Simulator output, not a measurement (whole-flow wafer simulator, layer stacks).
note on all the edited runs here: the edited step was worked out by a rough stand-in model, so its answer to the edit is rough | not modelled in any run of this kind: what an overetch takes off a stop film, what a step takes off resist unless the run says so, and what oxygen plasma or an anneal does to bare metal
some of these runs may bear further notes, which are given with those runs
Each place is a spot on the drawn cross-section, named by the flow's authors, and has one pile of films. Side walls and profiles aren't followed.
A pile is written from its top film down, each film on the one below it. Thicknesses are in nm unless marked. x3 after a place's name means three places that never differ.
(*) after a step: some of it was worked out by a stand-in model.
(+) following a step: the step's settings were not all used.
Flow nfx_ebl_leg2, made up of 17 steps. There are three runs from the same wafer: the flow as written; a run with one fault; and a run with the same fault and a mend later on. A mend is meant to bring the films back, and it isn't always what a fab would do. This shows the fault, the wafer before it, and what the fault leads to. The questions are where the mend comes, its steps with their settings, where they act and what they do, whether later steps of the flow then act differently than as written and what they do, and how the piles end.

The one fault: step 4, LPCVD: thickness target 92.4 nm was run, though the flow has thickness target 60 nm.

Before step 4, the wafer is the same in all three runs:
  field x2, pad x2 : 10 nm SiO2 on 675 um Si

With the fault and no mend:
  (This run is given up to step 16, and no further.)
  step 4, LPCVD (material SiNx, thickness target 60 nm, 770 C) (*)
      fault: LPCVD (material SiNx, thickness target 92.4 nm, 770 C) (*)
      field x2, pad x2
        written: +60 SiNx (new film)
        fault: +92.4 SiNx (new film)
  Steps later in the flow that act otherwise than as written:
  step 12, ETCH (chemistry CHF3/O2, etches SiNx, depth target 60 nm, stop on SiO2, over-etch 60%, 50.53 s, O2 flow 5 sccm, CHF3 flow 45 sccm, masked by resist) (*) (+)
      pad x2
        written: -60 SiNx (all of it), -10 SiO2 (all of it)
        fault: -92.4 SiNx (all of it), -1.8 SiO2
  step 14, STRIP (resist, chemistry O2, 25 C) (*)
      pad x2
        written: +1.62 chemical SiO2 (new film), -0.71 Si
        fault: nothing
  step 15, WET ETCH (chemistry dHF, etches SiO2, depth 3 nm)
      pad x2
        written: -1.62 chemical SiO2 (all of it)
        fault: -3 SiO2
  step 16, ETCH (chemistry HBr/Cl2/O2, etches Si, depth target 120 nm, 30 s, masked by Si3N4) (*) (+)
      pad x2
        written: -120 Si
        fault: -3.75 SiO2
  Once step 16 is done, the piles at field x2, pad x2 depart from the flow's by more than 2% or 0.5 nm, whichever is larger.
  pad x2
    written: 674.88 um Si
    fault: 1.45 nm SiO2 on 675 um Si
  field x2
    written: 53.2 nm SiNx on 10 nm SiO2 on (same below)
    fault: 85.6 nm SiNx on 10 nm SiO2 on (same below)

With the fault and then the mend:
  The mend follows step 5.
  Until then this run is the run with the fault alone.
  step 5a, ETCH (chemistry h3po4, depth target 32.4 nm)
      field x2, pad x2
        -32.4 SiNx
  Every later step of the flow that is run acts as written at every place that is followed.
  The piles end the same as the flow's at every place that both follow.
